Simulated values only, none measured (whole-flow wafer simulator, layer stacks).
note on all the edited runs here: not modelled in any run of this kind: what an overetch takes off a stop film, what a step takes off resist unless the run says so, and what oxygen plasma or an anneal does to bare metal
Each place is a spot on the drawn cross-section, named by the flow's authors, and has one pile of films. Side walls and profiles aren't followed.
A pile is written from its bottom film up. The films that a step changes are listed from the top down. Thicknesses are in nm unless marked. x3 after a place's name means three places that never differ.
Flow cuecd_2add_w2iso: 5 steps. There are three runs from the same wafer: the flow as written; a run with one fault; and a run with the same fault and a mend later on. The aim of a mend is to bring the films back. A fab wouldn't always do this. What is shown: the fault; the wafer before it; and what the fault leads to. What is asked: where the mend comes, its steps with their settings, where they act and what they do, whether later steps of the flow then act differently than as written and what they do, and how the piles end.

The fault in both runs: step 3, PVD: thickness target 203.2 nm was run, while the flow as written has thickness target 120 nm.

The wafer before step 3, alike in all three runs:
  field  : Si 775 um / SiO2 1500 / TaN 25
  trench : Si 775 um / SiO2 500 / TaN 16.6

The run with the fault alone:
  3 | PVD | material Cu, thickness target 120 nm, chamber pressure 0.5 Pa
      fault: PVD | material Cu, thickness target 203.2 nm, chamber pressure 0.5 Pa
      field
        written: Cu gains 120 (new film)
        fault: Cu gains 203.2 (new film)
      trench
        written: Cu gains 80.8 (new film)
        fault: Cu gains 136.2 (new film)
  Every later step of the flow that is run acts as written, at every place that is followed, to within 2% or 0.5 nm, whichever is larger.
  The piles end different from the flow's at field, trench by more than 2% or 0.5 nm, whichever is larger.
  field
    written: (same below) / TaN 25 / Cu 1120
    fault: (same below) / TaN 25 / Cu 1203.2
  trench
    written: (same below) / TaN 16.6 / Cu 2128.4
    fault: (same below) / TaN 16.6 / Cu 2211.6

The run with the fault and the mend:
  After step 3 comes the mend.
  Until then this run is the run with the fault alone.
  3a | ETCH | chemistry cu recess dil, depth target 233.3 nm
      field
        Cu loses 203.2 (all of it)
      trench
        Cu loses 136.2 (all of it)
  3b | PVD | material Cu, thickness target 120 nm, chamber pressure 0.5 Pa (the flow's step 3 again)
      field
        Cu gains 120 (new film)
      trench
        Cu gains 80.8 (new film)
  Every later step of the flow that is run acts as written at every place that is followed.
  The piles end the same as the flow's at every place that both follow.
